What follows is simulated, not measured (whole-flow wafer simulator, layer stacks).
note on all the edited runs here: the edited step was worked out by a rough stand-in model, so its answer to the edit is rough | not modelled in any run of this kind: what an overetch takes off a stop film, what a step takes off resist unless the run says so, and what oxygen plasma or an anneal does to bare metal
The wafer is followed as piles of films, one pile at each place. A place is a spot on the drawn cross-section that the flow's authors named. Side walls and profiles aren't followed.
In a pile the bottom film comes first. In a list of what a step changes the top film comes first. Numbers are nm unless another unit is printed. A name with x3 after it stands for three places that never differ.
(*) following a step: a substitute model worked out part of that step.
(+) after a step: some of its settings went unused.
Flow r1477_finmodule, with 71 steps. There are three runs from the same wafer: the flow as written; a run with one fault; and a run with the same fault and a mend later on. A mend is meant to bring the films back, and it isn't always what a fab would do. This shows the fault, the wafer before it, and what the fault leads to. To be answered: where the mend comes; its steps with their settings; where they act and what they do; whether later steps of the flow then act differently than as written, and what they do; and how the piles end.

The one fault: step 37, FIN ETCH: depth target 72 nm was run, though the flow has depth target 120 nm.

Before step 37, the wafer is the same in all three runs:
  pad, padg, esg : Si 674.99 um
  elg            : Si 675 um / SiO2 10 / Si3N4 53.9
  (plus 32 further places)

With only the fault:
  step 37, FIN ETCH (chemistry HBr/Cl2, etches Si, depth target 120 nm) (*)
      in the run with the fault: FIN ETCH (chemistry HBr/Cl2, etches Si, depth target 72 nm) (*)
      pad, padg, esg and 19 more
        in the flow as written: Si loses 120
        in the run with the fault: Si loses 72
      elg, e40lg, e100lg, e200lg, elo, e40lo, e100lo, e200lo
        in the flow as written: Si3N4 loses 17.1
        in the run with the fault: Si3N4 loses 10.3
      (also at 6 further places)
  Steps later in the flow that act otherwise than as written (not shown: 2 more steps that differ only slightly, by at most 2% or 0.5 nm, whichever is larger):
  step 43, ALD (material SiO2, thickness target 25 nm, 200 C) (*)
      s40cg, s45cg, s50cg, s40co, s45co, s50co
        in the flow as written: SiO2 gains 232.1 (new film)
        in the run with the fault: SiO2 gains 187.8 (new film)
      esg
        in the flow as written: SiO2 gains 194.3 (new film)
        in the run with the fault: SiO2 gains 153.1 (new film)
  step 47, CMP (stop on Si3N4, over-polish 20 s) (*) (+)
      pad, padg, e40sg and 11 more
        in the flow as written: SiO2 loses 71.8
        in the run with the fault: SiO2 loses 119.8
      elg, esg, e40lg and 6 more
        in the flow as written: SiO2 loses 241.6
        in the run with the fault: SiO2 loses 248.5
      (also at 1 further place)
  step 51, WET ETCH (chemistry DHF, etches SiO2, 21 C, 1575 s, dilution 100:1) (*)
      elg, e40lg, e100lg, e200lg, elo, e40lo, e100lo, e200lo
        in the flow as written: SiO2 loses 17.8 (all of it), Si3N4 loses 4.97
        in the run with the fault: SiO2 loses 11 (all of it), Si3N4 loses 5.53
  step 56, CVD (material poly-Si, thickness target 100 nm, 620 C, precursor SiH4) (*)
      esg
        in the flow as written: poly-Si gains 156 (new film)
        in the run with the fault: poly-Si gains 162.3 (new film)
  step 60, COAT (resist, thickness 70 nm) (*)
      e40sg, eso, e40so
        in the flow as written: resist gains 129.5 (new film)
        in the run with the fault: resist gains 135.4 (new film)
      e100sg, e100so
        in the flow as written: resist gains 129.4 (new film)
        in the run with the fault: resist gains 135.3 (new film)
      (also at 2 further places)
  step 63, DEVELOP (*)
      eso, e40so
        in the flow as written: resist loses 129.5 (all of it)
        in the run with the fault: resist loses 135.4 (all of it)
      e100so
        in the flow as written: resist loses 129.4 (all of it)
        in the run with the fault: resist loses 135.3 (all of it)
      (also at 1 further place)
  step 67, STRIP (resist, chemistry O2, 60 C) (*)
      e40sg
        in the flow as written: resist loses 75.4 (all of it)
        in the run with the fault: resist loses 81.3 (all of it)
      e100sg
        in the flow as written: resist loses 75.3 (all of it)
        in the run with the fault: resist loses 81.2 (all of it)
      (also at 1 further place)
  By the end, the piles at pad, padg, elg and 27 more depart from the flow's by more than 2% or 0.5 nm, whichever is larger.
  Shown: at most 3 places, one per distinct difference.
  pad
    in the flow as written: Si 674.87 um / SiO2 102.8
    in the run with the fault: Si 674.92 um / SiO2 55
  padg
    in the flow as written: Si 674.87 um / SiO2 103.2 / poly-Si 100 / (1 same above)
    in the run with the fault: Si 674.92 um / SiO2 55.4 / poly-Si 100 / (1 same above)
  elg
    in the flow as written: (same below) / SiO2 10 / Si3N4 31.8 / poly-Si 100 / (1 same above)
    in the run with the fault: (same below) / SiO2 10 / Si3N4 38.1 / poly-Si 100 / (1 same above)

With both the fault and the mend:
  The mend follows step 38.
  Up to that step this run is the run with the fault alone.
  step 38a, FIN ETCH (chemistry HBr/Cl2, etches Si, depth target 48 nm) (*) (a further turn of the flow's step 37, with different settings)
      pad, padg, esg and 19 more
        Si loses 48
      elg, e40lg, e100lg, e200lg, elo, e40lo, e100lo, e200lo
        Si3N4 loses 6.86
      s40sg_line, s45sg_line, s50sg_line, s40so_line, s45so_line, s50so_line
        SiO2 loses 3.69
  Every later step of the flow that is run acts as written at every place that is followed.
  By the end, the piles equal the flow's at every place that both follow.
